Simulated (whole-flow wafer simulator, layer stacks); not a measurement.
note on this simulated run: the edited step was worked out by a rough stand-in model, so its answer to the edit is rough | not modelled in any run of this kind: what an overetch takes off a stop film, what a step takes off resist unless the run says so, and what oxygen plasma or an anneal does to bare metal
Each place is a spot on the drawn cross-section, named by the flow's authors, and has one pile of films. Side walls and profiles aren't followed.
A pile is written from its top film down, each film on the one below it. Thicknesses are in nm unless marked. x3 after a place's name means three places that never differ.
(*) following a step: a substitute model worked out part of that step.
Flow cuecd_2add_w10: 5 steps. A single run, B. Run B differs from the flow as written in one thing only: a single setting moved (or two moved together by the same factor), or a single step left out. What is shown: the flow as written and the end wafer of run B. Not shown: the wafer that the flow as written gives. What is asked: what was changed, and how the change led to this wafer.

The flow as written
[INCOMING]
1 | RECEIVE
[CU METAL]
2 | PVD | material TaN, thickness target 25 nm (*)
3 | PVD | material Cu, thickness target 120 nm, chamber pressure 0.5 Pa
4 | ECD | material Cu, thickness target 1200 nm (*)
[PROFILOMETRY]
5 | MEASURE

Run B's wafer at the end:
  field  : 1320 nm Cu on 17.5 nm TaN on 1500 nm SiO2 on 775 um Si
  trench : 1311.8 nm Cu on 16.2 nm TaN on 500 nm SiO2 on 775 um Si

The reason: step 2, PVD: thickness target 17.5 nm was run, while the flow as written has thickness target 25 nm.
The wafer itself shows it: field has TaN 17.5, and step 2 as written asks for 25 nm.

How this came from the change, step by step:
  2 | PVD | material TaN, thickness target 25 nm (*)
      field: TaN gains 17.5 (new film) (in the flow as written it would be: TaN gains 25 (new film))
      trench: TaN gains 16.2 (new film) (in the flow as written it would be: TaN gains 23.2 (new film))
